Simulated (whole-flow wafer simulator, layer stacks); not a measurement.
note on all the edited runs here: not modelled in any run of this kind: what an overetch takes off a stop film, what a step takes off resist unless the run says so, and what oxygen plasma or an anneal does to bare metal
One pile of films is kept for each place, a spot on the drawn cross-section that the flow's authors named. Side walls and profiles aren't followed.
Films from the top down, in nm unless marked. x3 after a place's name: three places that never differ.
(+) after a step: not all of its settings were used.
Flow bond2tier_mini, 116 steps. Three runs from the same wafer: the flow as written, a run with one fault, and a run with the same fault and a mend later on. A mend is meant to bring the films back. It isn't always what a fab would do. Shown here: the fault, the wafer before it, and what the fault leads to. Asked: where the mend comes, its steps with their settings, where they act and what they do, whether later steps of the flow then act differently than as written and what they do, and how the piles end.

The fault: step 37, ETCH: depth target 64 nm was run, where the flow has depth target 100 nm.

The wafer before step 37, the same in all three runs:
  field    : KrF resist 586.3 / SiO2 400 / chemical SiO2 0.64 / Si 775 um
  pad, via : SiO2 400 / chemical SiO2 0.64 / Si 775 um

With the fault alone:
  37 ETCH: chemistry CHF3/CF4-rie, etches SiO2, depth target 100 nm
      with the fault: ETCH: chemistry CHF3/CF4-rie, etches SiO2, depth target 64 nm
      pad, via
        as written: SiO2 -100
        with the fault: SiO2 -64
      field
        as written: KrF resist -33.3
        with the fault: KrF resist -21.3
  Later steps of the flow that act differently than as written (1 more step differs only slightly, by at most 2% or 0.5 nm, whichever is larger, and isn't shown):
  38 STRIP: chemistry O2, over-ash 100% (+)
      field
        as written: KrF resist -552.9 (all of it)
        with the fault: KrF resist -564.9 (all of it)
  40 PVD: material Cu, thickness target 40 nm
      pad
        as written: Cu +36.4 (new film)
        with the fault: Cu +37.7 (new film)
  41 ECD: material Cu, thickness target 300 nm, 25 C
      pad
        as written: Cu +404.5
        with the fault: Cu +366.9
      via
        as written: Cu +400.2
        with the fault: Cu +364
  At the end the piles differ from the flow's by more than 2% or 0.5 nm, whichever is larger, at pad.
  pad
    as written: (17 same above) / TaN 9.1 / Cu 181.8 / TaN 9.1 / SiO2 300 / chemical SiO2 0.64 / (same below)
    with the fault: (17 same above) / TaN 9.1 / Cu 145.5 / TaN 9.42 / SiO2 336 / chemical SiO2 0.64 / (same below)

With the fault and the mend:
  The mend comes after step 37.
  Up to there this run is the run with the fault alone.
  37a ETCH: chemistry CHF3/CF4-rie, etches SiO2, depth target 36 nm (the flow's step 37 once more, with other settings)
      pad, via
        SiO2 -36
      field
        KrF resist -12
  No later step of the flow acts differently than as written at any place that is followed.
  At the end the piles are the same as the flow's at every place that both follow.
